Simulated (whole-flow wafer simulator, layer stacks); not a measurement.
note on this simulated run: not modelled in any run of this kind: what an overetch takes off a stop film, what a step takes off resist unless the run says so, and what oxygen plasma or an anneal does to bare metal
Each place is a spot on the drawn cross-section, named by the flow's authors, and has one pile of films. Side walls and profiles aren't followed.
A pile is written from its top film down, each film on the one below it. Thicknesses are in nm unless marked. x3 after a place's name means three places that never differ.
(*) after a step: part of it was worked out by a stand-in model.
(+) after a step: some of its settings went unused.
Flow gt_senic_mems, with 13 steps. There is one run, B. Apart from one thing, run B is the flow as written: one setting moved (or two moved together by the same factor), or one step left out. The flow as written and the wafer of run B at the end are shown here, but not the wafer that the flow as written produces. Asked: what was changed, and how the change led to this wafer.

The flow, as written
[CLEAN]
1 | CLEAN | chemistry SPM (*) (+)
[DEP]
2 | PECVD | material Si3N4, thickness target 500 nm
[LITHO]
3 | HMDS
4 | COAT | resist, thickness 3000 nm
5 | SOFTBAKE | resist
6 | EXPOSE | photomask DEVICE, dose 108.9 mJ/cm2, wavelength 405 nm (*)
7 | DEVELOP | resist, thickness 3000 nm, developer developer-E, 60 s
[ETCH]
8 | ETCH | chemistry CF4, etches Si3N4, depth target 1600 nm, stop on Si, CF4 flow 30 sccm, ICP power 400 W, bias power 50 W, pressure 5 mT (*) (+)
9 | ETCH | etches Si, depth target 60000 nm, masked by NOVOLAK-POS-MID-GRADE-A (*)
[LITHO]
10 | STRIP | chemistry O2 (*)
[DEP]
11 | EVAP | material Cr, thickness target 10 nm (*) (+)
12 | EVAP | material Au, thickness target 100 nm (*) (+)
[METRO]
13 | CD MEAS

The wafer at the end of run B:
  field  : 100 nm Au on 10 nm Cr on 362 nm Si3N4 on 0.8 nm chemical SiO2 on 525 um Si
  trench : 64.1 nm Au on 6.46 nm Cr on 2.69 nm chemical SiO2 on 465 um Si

The reason: step 2, PECVD: thickness target 362 nm was run, whereas the flow has thickness target 500 nm.
One can read it off the wafer: field has Si3N4 362, and step 2 as written asks for 500 nm.

The path from the change to this, step by step:
  2 | PECVD | material Si3N4, thickness target 500 nm
      field, trench: +362 Si3N4 (new film) (in the flow as written it would be: +500 Si3N4 (new film))
  8 | ETCH | chemistry CF4, etches Si3N4, depth target 1600 nm, stop on Si, CF4 flow 30 sccm, ICP power 400 W, bias power 50 W, pressure 5 mT (*) (+)
      field: -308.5 resist (in the flow as written it would be: -400.5 resist)
      trench: -362 Si3N4 (all of it), -0.8 chemical SiO2 (all of it) (in the flow as written it would be: -500 Si3N4 (all of it), -0.8 chemical SiO2 (all of it))
  10 | STRIP | chemistry O2 (*)
      field: -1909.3 resist (all of it) (in the flow as written it would be: -1817.3 resist (all of it))
